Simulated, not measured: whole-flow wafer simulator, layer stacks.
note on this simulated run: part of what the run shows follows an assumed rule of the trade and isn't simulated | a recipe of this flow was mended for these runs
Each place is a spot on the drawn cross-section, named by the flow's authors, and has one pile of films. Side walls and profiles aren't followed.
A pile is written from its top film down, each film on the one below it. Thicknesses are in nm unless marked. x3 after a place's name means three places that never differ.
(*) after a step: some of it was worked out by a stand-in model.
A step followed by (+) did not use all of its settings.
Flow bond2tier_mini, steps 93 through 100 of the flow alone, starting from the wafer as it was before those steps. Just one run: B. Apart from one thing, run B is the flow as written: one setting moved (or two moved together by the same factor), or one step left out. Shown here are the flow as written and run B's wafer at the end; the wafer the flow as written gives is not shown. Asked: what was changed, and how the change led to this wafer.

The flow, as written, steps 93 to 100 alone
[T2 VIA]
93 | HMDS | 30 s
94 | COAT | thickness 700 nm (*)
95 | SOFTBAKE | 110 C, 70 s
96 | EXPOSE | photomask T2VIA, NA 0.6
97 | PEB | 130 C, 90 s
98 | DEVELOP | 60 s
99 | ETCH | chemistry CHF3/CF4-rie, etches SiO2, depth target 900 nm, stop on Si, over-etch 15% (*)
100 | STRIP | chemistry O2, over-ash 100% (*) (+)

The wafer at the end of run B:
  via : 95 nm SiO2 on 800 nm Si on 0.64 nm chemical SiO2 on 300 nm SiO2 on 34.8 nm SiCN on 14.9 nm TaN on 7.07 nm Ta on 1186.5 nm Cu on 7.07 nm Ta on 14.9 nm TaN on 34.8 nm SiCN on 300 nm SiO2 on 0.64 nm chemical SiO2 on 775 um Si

The reason: step 99, ETCH: depth target 700 nm was run, though the flow has depth target 900 nm.

Step by step, how the change led to this:
  99 | ETCH | chemistry CHF3/CF4-rie, etches SiO2, depth target 900 nm, stop on Si, over-etch 15% (*)
      via: SiO2 loses 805 (as written it would have been: SiO2 loses 900 (all of it), Si loses 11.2)
      field, pad: thick-KrF-resist loses 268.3 (as written it would have been: thick-KrF-resist loses 345)
  100 | STRIP | chemistry O2, over-ash 100% (*) (+)
      field: thick-KrF-resist loses 363.3 (all of it) (as written it would have been: thick-KrF-resist loses 286.6 (all of it))
      pad: thick-KrF-resist loses 449.6 (all of it) (as written it would have been: thick-KrF-resist loses 372.9 (all of it))
